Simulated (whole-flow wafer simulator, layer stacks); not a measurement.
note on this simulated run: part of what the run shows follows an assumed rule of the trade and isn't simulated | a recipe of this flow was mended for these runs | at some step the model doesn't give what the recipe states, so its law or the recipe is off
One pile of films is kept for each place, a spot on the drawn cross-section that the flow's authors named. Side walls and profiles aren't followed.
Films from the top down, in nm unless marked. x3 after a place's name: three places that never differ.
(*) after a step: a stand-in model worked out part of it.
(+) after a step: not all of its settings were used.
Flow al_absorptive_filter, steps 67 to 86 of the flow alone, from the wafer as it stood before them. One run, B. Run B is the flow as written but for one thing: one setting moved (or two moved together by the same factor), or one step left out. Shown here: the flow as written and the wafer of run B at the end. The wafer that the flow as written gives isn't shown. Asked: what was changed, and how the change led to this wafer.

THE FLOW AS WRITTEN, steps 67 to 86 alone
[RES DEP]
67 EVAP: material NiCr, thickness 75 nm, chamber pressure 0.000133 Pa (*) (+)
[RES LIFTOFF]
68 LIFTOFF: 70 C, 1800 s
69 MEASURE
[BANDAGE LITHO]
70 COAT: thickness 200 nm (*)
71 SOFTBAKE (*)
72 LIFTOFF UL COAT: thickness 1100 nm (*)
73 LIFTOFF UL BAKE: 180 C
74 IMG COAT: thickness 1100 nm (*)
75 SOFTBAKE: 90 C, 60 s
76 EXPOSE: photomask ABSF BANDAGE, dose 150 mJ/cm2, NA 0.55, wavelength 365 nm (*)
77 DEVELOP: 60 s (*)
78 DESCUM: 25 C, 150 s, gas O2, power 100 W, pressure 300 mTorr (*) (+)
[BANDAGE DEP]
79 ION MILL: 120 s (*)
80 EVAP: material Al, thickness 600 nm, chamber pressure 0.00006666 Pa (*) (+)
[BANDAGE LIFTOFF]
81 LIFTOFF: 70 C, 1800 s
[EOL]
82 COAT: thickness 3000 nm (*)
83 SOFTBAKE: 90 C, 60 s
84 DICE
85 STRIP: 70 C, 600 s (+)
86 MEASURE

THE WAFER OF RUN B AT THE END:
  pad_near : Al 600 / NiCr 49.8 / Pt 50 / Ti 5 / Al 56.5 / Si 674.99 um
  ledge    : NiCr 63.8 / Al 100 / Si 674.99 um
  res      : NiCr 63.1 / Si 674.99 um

The cause: step 67, EVAP: thickness 63.75 nm was run, where the flow has thickness 75 nm.
It can be read off the wafer: ledge has NiCr 63.8, and step 67 as written asks for 75 nm.

How the change led to this, step by step:
  67 EVAP: material NiCr, thickness 75 nm, chamber pressure 0.000133 Pa (*) (+)
      gnd, pad_far, ledge and 9 more: NiCr +63.8 (new film) (as written it would be: NiCr +75 (new film))
      pad_near, res: NiCr +63.1 (new film) (as written it would be: NiCr +74.2 (new film))
  68 LIFTOFF: 70 C, 1800 s
      xa_field, xl_land, idc_field: NiCr -63.8 (all of it), i-line-resist -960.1 (all of it), lift-off-underlayer -1100 (all of it), acrylic-e-beam-resist -200 (all of it) (as written it would be: NiCr -75 (all of it), i-line-resist -960.1 (all of it), lift-off-underlayer -1100 (all of it), acrylic-e-beam-resist -200 (all of it))
      gnd: NiCr -63.8 (all of it), i-line-resist -959.5 (all of it), lift-off-underlayer -1100.9 (all of it), acrylic-e-beam-resist -200.6 (all of it) (as written it would be: NiCr -75 (all of it), i-line-resist -959.5 (all of it), lift-off-underlayer -1100.9 (all of it), acrylic-e-beam-resist -200.6 (all of it))
      (and at 7 more places)
  83 SOFTBAKE: 90 C, 60 s
      gnd: i-line-resist +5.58 (as written it would be: i-line-resist +6.13)
      ledge: i-line-resist -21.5 (as written it would be: i-line-resist -22.2)
      (and at 1 more place)
